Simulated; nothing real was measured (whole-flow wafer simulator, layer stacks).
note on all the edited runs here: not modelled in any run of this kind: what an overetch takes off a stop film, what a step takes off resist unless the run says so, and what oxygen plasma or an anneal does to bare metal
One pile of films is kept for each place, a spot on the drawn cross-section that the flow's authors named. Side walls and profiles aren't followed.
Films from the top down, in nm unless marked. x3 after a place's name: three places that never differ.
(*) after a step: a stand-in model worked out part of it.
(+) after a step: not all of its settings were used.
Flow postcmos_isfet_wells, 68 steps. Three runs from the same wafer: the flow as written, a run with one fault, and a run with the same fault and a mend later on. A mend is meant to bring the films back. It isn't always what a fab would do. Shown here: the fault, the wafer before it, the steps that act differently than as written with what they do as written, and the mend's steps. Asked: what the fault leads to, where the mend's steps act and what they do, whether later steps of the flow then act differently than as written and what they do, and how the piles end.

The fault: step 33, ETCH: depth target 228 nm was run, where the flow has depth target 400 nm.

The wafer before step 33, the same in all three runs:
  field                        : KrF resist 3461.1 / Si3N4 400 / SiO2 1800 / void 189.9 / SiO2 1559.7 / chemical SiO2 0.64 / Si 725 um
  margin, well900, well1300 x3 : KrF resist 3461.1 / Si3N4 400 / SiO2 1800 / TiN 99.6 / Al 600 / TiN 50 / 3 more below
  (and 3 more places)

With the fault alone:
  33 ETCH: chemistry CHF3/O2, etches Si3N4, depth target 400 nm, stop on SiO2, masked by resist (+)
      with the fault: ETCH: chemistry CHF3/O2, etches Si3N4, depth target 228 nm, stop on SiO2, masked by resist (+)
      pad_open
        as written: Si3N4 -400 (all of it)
        with the fault: Si3N4 -228
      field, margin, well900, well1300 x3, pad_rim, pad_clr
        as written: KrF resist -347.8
        with the fault: KrF resist -198.3
  Later steps of the flow that act differently than as written (4 more steps differ only slightly, by at most 2% or 0.5 nm, whichever is larger, and aren't shown):
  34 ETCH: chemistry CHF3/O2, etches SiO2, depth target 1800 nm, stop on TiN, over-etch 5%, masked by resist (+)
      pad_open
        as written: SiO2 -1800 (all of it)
        with the fault: Si3N4 -172 (all of it), SiO2 -1619.4
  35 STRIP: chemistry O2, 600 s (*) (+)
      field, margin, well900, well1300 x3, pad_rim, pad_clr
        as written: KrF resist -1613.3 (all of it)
        with the fault: KrF resist -1762.9 (all of it)
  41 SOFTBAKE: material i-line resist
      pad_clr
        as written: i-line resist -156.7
        with the fault: i-line resist -138.7
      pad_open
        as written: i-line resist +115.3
        with the fault: i-line resist +107.3
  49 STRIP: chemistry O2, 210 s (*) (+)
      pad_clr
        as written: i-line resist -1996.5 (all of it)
        with the fault: i-line resist -2070.9 (all of it)
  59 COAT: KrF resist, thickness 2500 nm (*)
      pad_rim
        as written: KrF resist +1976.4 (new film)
        with the fault: KrF resist +2017.5 (new film)
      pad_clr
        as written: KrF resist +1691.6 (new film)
        with the fault: KrF resist +1752.3 (new film)
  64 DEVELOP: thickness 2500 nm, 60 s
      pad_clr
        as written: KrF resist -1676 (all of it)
        with the fault: KrF resist -1736.5 (all of it)
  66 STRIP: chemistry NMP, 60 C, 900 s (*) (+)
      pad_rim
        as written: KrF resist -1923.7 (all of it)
        with the fault: KrF resist -1964.4 (all of it)
  At the end the piles differ from the flow's by more than 2% or 0.5 nm, whichever is larger, at pad_open.
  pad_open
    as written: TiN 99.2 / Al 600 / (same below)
    with the fault: SiO2 180.6 / TiN 99.6 / Al 600 / (same below)

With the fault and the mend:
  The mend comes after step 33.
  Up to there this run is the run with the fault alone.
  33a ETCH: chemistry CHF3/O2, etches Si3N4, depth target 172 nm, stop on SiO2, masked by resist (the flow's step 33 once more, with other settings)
      field, margin, well900, well1300 x3, pad_rim, pad_clr
        KrF resist -149.6
      pad_open
        Si3N4 -172 (all of it)
  No later step of the flow acts differently than as written at any place that is followed.
  At the end the piles are the same as the flow's at every place that both follow.
